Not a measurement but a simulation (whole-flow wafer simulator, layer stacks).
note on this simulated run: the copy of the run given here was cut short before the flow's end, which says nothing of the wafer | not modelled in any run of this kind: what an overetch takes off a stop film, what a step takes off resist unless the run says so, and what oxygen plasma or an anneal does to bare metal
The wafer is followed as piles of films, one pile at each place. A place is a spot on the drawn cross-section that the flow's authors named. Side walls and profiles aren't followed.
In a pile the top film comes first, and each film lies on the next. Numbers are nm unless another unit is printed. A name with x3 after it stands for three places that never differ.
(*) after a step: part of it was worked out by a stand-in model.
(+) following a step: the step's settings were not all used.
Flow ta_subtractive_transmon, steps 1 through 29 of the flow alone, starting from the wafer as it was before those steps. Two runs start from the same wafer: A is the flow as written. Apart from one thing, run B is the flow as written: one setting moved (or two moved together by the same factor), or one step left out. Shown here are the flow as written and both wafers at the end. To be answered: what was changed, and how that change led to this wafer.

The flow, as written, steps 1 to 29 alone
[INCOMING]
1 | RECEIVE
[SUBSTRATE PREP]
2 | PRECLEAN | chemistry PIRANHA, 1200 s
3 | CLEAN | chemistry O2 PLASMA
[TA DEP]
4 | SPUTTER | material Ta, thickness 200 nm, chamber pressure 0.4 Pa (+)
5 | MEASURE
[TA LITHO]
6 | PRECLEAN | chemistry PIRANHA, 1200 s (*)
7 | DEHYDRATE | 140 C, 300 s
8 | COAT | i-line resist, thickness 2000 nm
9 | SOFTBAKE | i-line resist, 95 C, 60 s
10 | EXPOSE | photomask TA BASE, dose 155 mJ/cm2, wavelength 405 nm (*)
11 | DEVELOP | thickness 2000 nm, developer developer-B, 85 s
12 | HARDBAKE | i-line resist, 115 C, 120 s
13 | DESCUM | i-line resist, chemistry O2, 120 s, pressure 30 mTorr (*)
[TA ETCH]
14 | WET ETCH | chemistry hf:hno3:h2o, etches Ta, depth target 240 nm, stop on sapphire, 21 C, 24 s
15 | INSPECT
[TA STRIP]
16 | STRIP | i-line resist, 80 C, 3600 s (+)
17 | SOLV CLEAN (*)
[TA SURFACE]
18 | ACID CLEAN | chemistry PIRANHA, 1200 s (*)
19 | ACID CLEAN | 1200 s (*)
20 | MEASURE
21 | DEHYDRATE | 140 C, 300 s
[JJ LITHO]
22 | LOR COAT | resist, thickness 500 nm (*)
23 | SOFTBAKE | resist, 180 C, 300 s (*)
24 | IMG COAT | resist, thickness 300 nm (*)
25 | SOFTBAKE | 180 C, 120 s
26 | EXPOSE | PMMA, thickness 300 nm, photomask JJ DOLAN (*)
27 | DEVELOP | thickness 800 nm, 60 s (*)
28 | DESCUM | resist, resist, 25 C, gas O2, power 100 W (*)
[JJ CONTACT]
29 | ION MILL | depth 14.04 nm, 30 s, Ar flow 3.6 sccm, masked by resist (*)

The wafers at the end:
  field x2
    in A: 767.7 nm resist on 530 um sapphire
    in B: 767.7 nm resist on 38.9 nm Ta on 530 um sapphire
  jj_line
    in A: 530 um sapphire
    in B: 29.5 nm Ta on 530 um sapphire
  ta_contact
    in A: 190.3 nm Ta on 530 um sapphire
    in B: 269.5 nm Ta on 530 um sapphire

What caused this: step 4, SPUTTER: thickness 279.2 nm was run, whereas the flow has thickness 200 nm.

How this came from the change, step by step:
  4 | SPUTTER | material Ta, thickness 200 nm, chamber pressure 0.4 Pa (+)
      field x2, jj_line, lead, ta_contact, ta_pad: A Ta gains 200 (new film) | B Ta gains 279.2 (new film)
  14 | WET ETCH | chemistry hf:hno3:h2o, etches Ta, depth target 240 nm, stop on sapphire, 21 C, 24 s
      field x2, jj_line, lead: A Ta loses 200 (all of it) | B Ta loses 240
  22 | LOR COAT | resist, thickness 500 nm (*)
      ta_contact: A resist gains 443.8 (new film) | B resist gains 433.7 (new film)
  29 | ION MILL | depth 14.04 nm, 30 s, Ar flow 3.6 sccm, masked by resist (*)
      jj_line, lead: A sapphire loses 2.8 | B Ta loses 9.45
With metal films that touch counted as one body, field x2 has 1 body; the flow as written gives 0 bodies.
With metal films that touch counted as one body, jj_line has 1 body; the flow as written gives 0 bodies.
